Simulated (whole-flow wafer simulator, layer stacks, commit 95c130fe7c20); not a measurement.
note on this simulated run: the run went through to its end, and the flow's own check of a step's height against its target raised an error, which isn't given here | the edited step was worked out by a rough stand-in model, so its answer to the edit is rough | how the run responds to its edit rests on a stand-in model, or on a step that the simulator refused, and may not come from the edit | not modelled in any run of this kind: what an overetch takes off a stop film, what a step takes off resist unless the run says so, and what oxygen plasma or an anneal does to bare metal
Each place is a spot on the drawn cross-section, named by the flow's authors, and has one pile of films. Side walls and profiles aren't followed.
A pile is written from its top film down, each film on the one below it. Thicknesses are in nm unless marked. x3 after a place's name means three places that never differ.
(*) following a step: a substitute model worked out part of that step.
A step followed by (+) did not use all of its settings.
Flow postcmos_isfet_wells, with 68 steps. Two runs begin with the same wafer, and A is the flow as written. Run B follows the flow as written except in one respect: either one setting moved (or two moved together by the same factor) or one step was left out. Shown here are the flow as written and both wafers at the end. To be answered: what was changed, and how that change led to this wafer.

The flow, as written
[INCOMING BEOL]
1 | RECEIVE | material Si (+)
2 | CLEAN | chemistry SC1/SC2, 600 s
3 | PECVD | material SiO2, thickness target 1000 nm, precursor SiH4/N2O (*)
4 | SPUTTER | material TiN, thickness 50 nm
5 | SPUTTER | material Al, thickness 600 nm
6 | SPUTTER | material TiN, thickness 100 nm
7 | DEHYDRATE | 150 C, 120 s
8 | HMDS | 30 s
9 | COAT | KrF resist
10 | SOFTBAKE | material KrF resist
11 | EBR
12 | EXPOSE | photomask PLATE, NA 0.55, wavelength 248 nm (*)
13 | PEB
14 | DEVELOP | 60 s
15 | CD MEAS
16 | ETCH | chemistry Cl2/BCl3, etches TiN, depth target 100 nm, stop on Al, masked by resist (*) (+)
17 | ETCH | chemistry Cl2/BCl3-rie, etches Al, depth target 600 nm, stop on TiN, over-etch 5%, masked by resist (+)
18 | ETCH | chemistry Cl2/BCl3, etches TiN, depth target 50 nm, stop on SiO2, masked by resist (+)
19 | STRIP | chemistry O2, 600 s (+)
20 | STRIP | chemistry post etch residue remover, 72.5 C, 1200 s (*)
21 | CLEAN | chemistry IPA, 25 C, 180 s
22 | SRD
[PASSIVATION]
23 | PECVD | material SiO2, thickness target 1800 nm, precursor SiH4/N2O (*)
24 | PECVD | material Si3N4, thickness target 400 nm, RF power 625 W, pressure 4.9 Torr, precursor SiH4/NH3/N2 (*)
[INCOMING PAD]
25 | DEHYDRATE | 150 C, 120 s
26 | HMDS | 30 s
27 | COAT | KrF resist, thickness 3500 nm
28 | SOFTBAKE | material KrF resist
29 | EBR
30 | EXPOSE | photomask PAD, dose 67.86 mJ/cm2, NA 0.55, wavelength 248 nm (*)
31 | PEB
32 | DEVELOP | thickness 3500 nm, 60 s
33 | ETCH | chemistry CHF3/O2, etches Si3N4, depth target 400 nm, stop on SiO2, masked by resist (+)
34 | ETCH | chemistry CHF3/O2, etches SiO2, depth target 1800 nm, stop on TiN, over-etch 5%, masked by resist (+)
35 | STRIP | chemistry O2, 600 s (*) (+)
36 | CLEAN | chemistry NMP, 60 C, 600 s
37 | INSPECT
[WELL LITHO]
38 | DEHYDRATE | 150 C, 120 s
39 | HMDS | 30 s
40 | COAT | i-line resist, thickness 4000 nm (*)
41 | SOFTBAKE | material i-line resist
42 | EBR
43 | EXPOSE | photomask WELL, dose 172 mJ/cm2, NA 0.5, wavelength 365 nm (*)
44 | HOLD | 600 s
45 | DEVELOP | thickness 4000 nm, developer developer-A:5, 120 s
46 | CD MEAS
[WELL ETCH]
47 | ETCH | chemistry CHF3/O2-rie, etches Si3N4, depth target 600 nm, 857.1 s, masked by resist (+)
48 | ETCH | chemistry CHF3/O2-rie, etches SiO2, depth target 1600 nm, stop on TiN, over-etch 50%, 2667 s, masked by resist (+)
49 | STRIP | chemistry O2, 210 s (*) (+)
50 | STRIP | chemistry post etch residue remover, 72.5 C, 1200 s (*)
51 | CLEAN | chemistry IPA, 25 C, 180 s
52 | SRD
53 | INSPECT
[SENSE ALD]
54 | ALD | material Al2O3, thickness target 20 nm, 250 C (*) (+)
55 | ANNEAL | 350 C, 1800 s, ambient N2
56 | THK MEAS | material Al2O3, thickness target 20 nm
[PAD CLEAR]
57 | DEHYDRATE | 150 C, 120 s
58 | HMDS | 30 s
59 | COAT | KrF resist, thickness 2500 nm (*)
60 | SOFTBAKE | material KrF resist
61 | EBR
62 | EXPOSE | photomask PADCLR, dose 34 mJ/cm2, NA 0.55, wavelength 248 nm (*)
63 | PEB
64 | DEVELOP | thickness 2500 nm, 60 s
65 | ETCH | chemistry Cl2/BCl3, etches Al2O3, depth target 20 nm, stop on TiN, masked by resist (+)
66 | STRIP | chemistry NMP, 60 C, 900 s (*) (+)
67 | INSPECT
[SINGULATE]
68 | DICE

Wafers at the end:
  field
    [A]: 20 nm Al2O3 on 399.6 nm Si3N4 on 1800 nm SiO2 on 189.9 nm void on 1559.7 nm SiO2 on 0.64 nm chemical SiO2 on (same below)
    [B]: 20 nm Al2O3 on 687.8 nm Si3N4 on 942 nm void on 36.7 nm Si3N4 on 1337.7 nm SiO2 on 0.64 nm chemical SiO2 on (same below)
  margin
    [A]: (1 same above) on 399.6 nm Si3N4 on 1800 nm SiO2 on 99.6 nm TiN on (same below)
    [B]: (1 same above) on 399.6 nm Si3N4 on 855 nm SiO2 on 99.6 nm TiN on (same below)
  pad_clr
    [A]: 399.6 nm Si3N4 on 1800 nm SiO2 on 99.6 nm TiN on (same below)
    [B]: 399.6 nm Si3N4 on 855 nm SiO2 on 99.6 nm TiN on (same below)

Cause: step 23, PECVD: thickness target 855 nm was run, while the flow as written has thickness target 1800 nm.
The wafer lets one read it off: margin has SiO2 855, and step 23 as written asks for 1800 nm.

How this came from the change, step by step:
  23 | PECVD | material SiO2, thickness target 1800 nm, precursor SiH4/N2O (*)
      field: A +1800 SiO2 (new film), +189.9 void (new film), +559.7 SiO2 | B +337.7 SiO2
      margin, well900, well1300 x3, pad_rim, pad_clr, pad_open: A +1800 SiO2 (new film) | B +855 SiO2 (new film)
  24 | PECVD | material Si3N4, thickness target 400 nm, RF power 625 W, pressure 4.9 Torr, precursor SiH4/NH3/N2 (*)
      field: A +400 Si3N4 (new film) | B +688.2 Si3N4 (new film), +942 void (new film), +36.7 Si3N4 (new film)
  34 | ETCH | chemistry CHF3/O2, etches SiO2, depth target 1800 nm, stop on TiN, over-etch 5%, masked by resist (+)
      field, margin, well900, well1300 x3, pad_rim, pad_clr: A -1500 KrF resist | B -748.1 KrF resist
      pad_open: A -1800 SiO2 (all of it) | B -855 SiO2 (all of it)
  35 | STRIP | chemistry O2, 600 s (*) (+)
      field, margin, well900, well1300 x3, pad_rim, pad_clr: A -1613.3 KrF resist (all of it) | B -2365.2 KrF resist (all of it)
  40 | COAT | i-line resist, thickness 4000 nm (*)
      pad_clr: A +3256.8 i-line resist (new film) | B +3560.3 i-line resist (new film)
      pad_open: A +4804.7 i-line resist (new film) | B +4463.3 i-line resist (new film)
  41 | SOFTBAKE | material i-line resist
      pad_clr: A -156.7 i-line resist | B -71 i-line resist
      pad_open: A +115.3 i-line resist | B +69.8 i-line resist
  48 | ETCH | chemistry CHF3/O2-rie, etches SiO2, depth target 1600 nm, stop on TiN, over-etch 50%, 2667 s, masked by resist (+)
      well900, well1300 x3: A -1600 SiO2 (all of it) | B -655 SiO2 (all of it)
  49 | STRIP | chemistry O2, 210 s (*) (+)
      pad_clr: A -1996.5 i-line resist (all of it) | B -2385.7 i-line resist (all of it)
      pad_open: A -3816.3 i-line resist (all of it) | B -3429.4 i-line resist (all of it)
  59 | COAT | KrF resist, thickness 2500 nm (*)
      field: A +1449 KrF resist (new film) | B +1900.4 KrF resist (new film)
      margin: A +1448.9 KrF resist (new film) | B +1900.4 KrF resist (new film)
      (as well as at 3 more places)
  60 | SOFTBAKE | material KrF resist
      pad_clr: A -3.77 KrF resist | B -2.34 KrF resist
  63 | PEB
      field, margin: A -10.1 KrF resist | B -13.3 KrF resist
      pad_rim: A -13.9 KrF resist | B -15.5 KrF resist
      (as well as at 2 more places)
  64 | DEVELOP | thickness 2500 nm, 60 s
      pad_clr: A -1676 KrF resist (all of it) | B -2003.4 KrF resist (all of it)
      pad_open: A -3045.1 KrF resist (all of it) | B -2805.1 KrF resist (all of it)
  66 | STRIP | chemistry NMP, 60 C, 900 s (*) (+)
      field, margin: A -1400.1 KrF resist (all of it) | B -1848.3 KrF resist (all of it)
      pad_rim: A -1923.7 KrF resist (all of it) | B -2141.6 KrF resist (all of it)
